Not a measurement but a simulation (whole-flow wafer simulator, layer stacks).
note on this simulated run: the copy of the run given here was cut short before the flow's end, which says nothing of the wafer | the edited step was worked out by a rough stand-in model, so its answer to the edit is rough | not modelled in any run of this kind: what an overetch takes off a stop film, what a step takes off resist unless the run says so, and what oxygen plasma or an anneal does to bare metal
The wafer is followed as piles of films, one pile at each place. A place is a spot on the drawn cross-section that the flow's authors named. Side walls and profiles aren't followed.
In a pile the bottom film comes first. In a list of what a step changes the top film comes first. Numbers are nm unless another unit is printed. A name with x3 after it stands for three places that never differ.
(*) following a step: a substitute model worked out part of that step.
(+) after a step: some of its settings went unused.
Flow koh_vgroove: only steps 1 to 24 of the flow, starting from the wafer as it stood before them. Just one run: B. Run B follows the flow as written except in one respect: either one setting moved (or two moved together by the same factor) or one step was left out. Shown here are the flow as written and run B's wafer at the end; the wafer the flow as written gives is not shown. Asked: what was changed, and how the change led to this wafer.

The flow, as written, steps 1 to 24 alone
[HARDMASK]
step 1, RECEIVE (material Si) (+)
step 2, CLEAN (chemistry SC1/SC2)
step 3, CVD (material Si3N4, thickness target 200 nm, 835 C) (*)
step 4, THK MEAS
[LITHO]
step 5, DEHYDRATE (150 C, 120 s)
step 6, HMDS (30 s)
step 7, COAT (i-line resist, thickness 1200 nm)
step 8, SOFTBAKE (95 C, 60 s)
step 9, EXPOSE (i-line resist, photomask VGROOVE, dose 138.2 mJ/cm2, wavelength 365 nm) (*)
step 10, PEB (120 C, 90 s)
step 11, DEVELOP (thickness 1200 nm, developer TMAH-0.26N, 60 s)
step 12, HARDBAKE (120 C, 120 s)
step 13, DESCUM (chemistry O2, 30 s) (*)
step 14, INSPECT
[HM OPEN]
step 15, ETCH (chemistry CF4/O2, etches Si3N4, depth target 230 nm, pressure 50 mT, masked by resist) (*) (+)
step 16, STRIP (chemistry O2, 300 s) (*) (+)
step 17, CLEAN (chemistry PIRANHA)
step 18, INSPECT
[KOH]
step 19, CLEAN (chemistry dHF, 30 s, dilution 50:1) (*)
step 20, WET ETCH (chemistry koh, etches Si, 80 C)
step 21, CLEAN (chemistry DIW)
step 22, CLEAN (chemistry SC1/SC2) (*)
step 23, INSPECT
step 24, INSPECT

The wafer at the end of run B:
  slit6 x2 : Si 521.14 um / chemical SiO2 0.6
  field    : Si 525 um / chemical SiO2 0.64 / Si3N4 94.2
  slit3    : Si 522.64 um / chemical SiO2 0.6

The reason: step 3, CVD: thickness target 95 nm was run, while the flow as written has thickness target 200 nm.

Step by step, how the change led to this:
  step 3, CVD (material Si3N4, thickness target 200 nm, 835 C) (*)
      field, slit3, slit2, slit6 x2: +95 Si3N4 (new film) (in the flow as written it would be: +200 Si3N4 (new film))
  step 15, ETCH (chemistry CF4/O2, etches Si3N4, depth target 230 nm, pressure 50 mT, masked by resist) (*) (+)
      slit3, slit2, slit6 x2: -95 Si3N4 (all of it), -0.64 chemical SiO2 (all of it), -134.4 Si (in the flow as written it would be: -200 Si3N4 (all of it), -0.64 chemical SiO2 (all of it), -29.4 Si)
